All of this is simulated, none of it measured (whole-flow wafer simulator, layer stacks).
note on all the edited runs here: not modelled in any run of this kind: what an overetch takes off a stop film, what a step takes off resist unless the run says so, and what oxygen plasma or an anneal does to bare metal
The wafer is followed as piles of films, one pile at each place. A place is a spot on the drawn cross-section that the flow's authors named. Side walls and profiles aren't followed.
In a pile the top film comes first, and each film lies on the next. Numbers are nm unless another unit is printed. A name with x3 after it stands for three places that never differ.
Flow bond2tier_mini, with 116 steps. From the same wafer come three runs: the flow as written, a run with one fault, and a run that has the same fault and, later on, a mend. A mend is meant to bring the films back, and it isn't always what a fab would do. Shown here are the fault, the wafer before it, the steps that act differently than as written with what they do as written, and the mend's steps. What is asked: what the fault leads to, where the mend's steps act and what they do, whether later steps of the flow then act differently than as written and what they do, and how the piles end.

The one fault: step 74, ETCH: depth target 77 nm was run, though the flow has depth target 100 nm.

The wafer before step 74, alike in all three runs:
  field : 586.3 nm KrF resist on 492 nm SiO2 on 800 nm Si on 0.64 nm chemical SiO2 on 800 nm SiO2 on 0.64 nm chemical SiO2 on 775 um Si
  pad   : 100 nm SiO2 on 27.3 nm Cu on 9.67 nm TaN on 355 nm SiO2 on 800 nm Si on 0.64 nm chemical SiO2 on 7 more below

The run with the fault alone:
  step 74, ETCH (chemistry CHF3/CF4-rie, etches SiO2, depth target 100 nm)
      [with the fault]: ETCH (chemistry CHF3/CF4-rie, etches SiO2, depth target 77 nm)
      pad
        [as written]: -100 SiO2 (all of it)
        [with the fault]: -77 SiO2
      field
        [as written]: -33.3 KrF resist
        [with the fault]: -25.7 KrF resist
  Steps later in the flow that act otherwise than as written (2 more steps, not shown, differ only slightly: by at most 2% or 0.5 nm, whichever is larger):
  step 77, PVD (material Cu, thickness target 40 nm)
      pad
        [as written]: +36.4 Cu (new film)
        [with the fault]: +37.2 Cu (new film)
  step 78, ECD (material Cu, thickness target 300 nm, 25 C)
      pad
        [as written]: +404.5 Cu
        [with the fault]: +380.5 Cu
  By the end, the piles at pad depart from the flow's by more than 2% or 0.5 nm, whichever is larger.
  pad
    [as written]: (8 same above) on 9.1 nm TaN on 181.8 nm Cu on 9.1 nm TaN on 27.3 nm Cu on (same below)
    [with the fault]: (8 same above) on 9.1 nm TaN on 158.6 nm Cu on 9.31 nm TaN on 23 nm SiO2 on 27.3 nm Cu on (same below)

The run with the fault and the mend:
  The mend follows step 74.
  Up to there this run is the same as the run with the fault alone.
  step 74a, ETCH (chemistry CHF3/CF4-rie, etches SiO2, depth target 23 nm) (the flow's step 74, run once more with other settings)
      field
        -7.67 KrF resist
      pad
        -23 SiO2 (all of it)
  Later steps of the flow that are run all act as written at every place that is followed.
  The piles end the same as the flow's at every place that both follow.
